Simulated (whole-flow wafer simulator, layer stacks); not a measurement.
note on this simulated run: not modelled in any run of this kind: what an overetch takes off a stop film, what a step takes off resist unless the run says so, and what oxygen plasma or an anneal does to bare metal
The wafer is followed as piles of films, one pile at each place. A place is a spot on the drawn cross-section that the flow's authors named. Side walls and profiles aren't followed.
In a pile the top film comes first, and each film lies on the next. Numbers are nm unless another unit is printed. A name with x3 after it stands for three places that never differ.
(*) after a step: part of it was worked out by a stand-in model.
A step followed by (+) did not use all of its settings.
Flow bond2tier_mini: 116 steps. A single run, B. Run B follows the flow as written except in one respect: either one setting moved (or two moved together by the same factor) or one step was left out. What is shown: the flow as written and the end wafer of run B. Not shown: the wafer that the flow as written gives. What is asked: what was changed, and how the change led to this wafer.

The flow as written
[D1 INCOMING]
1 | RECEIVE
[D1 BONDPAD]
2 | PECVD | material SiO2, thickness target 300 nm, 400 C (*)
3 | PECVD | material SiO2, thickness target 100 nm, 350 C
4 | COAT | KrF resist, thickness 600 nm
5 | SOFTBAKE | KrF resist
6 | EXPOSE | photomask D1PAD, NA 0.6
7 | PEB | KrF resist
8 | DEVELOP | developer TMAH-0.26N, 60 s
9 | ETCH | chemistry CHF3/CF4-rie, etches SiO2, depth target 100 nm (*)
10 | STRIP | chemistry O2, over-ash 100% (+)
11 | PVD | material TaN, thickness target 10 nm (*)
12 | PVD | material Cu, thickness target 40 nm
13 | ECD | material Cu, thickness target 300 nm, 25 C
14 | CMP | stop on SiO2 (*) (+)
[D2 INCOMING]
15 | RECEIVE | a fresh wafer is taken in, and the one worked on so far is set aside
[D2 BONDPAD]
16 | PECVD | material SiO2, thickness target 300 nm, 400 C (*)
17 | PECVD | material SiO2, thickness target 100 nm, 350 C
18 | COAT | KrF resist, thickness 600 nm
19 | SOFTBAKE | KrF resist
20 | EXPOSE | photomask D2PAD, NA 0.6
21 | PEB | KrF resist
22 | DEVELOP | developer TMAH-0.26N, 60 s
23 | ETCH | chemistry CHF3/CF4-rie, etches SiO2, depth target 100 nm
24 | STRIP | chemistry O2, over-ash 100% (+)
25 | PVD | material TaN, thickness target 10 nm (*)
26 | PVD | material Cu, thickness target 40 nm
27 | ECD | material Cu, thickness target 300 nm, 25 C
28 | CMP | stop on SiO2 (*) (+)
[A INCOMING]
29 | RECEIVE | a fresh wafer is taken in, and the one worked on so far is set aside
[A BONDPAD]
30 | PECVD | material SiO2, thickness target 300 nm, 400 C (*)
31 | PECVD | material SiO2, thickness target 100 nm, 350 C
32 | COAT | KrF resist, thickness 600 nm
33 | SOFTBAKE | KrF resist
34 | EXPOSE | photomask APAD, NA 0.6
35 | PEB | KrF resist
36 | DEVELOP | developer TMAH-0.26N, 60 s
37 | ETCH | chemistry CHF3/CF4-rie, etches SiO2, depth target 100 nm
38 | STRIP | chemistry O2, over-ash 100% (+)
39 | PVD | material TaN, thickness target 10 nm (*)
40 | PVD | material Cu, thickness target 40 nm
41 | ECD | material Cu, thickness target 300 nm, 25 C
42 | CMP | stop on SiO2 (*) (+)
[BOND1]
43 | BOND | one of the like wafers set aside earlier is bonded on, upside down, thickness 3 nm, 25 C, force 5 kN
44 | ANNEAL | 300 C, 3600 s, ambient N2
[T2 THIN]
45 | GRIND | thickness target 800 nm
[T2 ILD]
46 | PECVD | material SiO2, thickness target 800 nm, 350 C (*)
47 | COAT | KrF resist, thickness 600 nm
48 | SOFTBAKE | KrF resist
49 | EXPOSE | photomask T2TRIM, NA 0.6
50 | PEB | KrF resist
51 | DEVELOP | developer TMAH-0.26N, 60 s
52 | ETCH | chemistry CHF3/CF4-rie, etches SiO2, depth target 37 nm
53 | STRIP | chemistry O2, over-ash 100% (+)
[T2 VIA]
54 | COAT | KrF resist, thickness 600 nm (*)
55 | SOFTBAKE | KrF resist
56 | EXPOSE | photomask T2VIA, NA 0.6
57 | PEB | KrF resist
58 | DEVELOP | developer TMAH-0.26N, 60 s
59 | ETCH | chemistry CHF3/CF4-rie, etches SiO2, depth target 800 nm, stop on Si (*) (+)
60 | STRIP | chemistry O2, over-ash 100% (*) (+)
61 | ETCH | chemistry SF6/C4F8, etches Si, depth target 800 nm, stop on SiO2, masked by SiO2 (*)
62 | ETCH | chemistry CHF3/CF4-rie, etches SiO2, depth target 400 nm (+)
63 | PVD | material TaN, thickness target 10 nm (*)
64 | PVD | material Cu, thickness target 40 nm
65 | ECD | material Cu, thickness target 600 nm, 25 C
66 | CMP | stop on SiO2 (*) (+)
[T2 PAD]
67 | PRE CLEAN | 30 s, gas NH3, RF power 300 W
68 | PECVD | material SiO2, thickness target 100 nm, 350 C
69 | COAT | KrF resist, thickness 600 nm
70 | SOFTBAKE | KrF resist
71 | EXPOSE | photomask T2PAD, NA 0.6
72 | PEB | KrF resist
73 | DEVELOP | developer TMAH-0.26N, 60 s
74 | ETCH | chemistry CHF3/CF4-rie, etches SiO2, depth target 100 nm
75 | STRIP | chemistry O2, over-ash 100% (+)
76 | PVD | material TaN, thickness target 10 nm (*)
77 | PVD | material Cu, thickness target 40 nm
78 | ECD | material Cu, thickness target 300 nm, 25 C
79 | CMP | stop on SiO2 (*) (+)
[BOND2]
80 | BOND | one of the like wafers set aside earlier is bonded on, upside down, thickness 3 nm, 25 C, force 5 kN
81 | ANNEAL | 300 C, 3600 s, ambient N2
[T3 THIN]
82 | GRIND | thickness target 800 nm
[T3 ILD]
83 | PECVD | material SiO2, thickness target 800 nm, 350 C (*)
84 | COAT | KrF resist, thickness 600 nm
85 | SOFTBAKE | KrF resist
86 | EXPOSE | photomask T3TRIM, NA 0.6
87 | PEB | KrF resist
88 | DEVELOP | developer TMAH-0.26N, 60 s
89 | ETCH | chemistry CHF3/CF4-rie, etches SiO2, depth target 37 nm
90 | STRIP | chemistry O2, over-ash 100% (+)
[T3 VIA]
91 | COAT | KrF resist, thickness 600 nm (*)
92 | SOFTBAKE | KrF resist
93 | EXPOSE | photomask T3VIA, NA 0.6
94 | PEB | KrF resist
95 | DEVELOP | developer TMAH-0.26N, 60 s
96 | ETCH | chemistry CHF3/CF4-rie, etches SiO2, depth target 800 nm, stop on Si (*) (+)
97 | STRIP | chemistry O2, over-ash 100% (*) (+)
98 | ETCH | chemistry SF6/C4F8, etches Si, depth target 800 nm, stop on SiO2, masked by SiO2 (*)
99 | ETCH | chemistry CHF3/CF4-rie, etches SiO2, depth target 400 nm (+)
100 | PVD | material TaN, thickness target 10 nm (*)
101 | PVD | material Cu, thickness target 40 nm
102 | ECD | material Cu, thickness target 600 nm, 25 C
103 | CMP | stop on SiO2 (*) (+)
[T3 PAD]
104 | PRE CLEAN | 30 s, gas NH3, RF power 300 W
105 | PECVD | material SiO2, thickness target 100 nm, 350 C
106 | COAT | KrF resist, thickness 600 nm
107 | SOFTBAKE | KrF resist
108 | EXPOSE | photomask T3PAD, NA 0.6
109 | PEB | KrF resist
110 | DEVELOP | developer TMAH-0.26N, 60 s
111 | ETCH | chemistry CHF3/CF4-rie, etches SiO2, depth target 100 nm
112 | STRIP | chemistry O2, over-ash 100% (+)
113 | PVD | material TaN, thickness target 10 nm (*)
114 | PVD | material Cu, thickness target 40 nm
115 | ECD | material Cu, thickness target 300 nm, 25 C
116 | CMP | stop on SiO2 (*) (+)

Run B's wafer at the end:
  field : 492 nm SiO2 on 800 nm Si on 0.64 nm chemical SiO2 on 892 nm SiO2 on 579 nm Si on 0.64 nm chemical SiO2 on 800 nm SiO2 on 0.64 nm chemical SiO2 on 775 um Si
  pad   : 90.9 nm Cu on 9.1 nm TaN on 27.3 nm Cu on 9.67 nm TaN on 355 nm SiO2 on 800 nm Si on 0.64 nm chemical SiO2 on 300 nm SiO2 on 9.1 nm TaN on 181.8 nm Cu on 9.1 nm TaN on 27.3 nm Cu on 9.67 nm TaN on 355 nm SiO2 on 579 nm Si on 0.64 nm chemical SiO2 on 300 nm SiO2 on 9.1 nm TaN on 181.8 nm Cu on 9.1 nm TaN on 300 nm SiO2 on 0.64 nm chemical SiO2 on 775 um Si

Cause: step 45, GRIND: thickness target 579 nm was run, though the flow has thickness target 800 nm.
One can read it off the wafer: field has Si 579, and step 45 as written asks for 800 nm.

The path from the change to this, step by step:
  45 | GRIND | thickness target 800 nm
      field, pad, via: Si loses 774.42 um (it would be, as written: Si loses 774.2 um)
